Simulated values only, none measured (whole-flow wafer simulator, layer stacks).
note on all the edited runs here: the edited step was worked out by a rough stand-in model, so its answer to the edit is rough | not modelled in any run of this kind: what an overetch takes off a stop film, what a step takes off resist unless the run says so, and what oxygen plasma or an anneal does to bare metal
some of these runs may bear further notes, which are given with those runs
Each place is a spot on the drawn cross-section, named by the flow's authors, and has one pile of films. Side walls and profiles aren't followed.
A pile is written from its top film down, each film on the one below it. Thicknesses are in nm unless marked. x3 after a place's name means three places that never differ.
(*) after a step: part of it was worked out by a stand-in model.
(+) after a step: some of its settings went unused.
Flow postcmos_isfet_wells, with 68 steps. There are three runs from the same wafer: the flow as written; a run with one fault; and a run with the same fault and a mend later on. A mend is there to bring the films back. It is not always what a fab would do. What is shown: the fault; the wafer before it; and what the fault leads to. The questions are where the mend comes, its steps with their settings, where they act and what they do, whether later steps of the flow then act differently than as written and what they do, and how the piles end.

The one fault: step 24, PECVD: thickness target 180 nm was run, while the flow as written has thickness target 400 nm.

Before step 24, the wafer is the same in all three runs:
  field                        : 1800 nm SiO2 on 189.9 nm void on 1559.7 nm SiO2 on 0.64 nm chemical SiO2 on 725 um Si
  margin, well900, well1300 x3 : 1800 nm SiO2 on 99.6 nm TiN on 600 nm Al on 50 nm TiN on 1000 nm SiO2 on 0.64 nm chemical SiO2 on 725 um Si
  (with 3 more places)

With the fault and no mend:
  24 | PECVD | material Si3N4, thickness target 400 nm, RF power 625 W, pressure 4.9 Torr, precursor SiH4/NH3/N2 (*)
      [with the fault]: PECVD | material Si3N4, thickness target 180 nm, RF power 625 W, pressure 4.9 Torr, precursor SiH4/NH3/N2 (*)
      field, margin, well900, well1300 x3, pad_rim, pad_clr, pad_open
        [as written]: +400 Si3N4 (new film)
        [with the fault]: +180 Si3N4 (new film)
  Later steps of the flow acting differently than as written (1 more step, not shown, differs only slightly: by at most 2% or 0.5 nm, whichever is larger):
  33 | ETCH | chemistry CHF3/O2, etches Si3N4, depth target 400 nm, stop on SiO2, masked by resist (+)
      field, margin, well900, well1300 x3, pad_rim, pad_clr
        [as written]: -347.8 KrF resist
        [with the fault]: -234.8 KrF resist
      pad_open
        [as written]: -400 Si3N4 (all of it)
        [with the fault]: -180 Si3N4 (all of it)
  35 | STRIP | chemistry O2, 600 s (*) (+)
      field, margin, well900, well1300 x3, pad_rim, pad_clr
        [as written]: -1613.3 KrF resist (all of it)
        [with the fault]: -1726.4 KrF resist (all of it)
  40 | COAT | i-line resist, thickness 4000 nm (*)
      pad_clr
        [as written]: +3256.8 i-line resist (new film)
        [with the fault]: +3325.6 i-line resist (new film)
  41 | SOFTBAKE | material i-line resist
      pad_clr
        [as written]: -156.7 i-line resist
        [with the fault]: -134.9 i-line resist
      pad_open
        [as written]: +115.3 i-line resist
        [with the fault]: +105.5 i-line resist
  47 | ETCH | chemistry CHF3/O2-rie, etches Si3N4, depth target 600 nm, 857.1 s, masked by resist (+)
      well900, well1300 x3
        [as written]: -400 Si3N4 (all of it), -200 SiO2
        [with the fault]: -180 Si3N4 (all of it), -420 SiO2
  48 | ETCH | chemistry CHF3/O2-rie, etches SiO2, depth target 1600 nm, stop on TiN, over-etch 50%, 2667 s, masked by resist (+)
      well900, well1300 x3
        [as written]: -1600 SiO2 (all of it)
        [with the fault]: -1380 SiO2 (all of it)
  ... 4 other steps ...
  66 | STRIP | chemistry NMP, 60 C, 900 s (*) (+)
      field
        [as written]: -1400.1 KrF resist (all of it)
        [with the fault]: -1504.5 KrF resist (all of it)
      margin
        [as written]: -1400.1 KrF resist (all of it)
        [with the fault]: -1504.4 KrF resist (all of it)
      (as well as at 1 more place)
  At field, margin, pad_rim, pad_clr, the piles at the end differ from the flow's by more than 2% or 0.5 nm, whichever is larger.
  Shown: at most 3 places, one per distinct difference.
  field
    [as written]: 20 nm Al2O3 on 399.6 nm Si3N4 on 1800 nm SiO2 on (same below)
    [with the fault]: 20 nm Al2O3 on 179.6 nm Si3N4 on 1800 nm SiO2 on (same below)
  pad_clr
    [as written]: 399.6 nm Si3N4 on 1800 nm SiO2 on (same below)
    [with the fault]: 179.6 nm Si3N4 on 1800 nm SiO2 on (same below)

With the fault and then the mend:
  After step 24 comes the mend.
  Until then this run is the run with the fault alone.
  24a | PECVD | material Si3N4, thickness target 220 nm, RF power 625 W, pressure 4.9 Torr, precursor SiH4/NH3/N2 (*) (a further turn of the flow's step 24, with different settings)
      field, margin, well900, well1300 x3, pad_rim, pad_clr, pad_open
        +220 Si3N4
  Every later step of the flow that is run acts as written at every place that is followed.
  By the end, the piles equal the flow's at every place that both follow.
